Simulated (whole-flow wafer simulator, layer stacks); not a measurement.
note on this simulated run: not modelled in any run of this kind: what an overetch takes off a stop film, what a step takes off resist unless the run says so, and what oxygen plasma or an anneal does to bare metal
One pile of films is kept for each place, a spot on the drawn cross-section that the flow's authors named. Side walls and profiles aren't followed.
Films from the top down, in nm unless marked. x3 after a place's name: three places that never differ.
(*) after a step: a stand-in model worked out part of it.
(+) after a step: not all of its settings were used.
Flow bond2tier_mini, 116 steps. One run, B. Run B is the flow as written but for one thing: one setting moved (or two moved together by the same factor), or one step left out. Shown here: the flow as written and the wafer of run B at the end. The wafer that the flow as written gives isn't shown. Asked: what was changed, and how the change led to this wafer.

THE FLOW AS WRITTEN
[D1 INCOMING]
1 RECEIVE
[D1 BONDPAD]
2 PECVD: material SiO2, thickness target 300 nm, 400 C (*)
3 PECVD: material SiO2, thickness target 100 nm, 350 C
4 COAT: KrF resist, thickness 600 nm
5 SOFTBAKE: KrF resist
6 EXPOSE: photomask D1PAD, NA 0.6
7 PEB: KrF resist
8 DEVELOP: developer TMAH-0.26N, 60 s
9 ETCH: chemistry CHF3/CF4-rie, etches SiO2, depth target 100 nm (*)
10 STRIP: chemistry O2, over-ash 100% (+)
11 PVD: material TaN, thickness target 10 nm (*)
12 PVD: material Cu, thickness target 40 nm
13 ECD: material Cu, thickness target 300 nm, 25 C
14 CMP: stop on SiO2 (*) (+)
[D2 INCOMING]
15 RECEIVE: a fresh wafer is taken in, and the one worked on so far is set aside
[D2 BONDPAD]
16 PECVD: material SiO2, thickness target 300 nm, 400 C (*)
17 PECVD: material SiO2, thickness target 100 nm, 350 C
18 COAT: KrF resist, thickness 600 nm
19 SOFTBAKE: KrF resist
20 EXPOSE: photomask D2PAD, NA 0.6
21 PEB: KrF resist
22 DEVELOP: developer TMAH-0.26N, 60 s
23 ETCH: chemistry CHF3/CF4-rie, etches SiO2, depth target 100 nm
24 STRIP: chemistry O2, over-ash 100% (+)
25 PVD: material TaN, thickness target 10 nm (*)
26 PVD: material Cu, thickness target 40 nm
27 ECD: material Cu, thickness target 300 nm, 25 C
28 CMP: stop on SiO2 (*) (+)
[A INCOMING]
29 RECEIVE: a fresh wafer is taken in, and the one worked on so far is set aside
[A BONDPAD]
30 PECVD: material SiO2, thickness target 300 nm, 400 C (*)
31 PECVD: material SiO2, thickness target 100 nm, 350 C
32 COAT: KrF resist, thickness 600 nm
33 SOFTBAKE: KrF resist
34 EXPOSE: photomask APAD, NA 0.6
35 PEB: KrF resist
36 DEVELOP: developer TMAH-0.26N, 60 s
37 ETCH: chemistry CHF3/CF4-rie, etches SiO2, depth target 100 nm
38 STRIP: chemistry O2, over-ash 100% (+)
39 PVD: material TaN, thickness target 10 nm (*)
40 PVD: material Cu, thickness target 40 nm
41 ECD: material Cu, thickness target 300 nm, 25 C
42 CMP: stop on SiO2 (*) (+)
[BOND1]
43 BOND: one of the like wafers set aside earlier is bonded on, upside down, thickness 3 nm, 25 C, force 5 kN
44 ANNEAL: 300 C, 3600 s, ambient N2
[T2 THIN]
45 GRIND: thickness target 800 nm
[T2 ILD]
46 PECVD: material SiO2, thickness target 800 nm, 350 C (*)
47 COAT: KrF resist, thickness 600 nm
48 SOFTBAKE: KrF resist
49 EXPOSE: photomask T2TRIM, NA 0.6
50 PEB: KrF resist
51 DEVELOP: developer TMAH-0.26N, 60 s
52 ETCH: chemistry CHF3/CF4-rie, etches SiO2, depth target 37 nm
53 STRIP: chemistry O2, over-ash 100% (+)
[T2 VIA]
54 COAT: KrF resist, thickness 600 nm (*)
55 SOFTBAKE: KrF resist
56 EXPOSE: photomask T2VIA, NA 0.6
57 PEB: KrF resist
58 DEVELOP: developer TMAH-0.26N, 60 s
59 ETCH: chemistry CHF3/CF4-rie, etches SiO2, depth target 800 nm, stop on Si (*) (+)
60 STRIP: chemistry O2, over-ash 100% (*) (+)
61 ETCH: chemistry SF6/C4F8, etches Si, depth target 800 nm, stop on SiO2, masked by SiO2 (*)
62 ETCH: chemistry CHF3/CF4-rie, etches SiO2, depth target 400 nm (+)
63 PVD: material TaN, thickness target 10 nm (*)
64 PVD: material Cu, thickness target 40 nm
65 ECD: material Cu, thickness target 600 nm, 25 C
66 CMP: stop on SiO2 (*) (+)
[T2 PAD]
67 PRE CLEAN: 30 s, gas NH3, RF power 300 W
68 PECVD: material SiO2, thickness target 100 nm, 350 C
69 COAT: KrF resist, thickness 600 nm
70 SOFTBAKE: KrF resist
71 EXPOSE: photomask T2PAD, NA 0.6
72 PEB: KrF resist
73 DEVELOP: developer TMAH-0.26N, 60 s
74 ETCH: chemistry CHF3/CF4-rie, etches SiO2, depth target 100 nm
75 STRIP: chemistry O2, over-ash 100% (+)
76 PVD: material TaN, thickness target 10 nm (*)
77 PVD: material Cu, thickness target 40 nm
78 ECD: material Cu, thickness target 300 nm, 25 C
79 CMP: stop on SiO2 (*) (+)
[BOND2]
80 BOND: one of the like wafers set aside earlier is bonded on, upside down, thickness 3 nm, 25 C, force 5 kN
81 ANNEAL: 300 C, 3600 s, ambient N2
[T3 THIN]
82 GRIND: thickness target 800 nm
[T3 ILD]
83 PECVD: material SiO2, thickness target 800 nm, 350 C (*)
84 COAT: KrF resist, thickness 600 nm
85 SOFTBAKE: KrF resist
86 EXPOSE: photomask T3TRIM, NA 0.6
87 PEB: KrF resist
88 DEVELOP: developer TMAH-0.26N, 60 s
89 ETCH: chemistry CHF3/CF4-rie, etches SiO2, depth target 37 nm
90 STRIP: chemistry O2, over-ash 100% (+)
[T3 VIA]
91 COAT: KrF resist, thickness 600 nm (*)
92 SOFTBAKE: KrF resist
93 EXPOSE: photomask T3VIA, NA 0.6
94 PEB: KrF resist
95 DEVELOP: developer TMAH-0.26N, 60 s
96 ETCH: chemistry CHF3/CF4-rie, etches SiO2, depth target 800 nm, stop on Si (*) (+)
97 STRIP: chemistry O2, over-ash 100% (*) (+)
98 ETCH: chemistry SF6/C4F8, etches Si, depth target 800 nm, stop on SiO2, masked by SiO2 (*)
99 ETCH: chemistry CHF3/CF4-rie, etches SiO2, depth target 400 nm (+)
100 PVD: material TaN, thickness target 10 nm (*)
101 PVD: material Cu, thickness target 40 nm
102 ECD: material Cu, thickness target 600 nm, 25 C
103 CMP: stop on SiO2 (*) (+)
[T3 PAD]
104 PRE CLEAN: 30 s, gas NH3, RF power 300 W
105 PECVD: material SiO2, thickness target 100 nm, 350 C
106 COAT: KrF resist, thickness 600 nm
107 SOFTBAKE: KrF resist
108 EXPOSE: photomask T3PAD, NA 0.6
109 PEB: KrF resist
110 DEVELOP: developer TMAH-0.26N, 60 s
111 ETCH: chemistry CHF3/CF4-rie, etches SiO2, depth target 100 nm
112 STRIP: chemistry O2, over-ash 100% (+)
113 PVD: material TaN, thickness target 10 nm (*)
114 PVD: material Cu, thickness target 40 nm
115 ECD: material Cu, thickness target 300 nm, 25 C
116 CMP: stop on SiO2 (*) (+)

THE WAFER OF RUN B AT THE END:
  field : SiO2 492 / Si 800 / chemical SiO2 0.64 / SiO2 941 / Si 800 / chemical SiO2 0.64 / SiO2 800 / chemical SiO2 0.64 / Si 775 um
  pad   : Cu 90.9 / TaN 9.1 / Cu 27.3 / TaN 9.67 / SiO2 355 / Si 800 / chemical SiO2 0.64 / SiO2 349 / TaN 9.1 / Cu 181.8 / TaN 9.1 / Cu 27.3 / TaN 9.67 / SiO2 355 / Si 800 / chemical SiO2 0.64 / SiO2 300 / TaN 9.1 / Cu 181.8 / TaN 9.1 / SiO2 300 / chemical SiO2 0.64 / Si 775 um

The cause: step 17, PECVD: thickness target 149 nm was run, where the flow has thickness target 100 nm.

How the change led to this, step by step:
  17 PECVD: material SiO2, thickness target 100 nm, 350 C
      field, pad, via: SiO2 +149 (as written it would be: SiO2 +100)
  80 BOND: one of the like wafers set aside earlier is bonded on, upside down, thickness 3 nm, 25 C, force 5 kN
      field: Si +775 um (new film), chemical SiO2 +0.64 (new film), SiO2 +449 (as written it would be: Si +775 um (new film), chemical SiO2 +0.64 (new film), SiO2 +400)
      pad: Si +775 um (new film), chemical SiO2 +0.64 (new film), SiO2 +349 (new film), TaN +9.1 (new film), Cu +90.9 (as written it would be: Si +775 um (new film), chemical SiO2 +0.64 (new film), SiO2 +300 (new film), TaN +9.1 (new film), Cu +90.9)
